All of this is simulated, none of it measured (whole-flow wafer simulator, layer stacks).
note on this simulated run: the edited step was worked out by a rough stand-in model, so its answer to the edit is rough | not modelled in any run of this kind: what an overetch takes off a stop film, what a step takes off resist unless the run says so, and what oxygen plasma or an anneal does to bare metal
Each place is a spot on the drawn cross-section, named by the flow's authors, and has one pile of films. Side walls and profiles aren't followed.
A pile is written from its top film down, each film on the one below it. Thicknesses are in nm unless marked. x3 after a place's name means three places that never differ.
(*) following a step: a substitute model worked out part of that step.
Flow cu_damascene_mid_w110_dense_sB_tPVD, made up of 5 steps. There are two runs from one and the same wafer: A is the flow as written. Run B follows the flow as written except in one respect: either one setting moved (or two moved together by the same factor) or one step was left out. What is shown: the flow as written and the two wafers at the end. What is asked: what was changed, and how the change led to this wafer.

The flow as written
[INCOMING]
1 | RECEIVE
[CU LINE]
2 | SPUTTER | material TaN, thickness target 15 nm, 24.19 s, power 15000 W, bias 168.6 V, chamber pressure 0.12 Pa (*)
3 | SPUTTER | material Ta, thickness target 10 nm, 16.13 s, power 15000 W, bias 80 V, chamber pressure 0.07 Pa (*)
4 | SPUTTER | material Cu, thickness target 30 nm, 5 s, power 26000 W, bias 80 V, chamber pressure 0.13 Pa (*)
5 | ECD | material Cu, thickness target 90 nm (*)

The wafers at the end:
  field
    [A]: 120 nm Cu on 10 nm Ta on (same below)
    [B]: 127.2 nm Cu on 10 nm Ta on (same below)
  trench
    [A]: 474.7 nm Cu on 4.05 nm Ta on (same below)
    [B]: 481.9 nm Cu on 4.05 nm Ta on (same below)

The reason: step 4, SPUTTER: power 32240 W was run, whereas the flow has power 26000 W.

How this came from the change, step by step:
  4 | SPUTTER | material Cu, thickness target 30 nm, 5 s, power 26000 W, bias 80 V, chamber pressure 0.13 Pa (*)
      field: A Cu gains 30 (new film) | B Cu gains 37.2 (new film)
      trench: A Cu gains 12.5 (new film) | B Cu gains 16.1 (new film)
